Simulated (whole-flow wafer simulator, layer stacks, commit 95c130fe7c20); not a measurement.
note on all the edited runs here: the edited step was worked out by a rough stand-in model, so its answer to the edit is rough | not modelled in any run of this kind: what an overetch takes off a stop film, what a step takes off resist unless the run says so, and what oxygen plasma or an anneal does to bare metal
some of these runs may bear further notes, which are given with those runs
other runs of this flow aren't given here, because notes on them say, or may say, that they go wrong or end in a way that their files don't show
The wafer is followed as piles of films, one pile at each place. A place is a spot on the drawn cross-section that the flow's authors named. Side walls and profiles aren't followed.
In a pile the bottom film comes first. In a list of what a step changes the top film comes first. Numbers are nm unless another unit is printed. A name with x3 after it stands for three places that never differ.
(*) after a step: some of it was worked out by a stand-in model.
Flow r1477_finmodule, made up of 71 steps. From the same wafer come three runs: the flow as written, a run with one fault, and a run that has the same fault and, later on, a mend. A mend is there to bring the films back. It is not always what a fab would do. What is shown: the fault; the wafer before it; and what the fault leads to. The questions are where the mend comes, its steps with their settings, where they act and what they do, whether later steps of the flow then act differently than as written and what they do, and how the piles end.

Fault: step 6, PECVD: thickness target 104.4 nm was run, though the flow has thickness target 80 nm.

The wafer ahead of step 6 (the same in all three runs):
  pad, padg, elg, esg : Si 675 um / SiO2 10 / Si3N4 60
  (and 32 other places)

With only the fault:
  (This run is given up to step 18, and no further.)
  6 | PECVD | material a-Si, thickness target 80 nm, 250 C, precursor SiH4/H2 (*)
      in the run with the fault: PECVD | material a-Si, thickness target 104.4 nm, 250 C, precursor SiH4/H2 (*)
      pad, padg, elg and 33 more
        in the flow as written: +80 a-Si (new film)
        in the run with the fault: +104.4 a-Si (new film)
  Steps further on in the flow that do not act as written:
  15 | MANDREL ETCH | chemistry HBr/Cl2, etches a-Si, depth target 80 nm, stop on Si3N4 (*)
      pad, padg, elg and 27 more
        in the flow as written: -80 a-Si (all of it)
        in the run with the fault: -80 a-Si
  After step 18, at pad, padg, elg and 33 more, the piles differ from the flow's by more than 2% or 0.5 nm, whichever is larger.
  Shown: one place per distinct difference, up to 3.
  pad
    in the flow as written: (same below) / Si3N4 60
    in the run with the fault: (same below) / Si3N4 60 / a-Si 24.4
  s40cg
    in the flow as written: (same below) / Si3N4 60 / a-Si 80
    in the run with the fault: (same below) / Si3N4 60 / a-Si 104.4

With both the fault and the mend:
  The mend follows step 7.
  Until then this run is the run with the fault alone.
  7a | ETCH | chemistry tmah, depth target 24.4 nm
      pad, padg, elg and 33 more
        -24.4 a-Si
  Every later step of the flow that is run acts as written at every place that is followed.
  By the end, the piles equal the flow's at every place that both follow.
